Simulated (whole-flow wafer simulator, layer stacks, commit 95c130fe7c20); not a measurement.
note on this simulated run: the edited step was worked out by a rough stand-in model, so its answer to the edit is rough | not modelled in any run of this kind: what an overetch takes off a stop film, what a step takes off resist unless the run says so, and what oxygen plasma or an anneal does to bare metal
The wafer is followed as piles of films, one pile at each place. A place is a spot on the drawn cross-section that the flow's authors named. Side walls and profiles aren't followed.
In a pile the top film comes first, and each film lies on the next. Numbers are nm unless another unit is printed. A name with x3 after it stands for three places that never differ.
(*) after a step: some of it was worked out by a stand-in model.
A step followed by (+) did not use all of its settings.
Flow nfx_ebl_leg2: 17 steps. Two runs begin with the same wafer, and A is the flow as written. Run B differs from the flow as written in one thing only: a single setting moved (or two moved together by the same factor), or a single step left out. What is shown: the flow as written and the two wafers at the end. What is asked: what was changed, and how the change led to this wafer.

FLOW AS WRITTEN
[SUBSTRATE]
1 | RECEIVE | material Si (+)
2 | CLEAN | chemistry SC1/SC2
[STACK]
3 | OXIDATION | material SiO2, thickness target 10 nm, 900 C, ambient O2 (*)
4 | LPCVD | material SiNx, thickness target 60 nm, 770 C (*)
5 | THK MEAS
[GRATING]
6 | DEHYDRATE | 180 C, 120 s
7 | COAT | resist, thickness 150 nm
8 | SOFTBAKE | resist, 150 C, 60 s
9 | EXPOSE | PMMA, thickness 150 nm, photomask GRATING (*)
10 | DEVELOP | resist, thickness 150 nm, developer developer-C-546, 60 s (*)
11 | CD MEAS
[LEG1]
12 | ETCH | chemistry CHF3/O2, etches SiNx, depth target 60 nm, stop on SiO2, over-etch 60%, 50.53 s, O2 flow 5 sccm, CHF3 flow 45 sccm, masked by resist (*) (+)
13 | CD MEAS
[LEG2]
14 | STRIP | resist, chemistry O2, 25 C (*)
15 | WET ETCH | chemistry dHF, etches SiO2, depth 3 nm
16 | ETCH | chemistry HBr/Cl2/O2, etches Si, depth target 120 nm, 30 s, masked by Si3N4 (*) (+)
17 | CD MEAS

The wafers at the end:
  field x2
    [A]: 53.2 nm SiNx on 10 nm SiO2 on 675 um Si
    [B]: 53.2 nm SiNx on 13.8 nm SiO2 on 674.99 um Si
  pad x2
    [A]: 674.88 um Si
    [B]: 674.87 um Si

The reason: step 3, OXIDATION: 935 C was run, though the flow has 900 C.

How this came from the change, step by step:
  3 | OXIDATION | material SiO2, thickness target 10 nm, 900 C, ambient O2 (*)
      field x2, pad x2: A +10 SiO2 (new film), -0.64 chemical SiO2 (all of it), -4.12 Si | B +13.8 SiO2 (new film), -0.64 chemical SiO2 (all of it), -5.78 Si
  12 | ETCH | chemistry CHF3/O2, etches SiNx, depth target 60 nm, stop on SiO2, over-etch 60%, 50.53 s, O2 flow 5 sccm, CHF3 flow 45 sccm, masked by resist (*) (+)
      pad x2: A -60 SiNx (all of it), -10 SiO2 (all of it) | B -60 SiNx (all of it), -13.8 SiO2 (all of it)
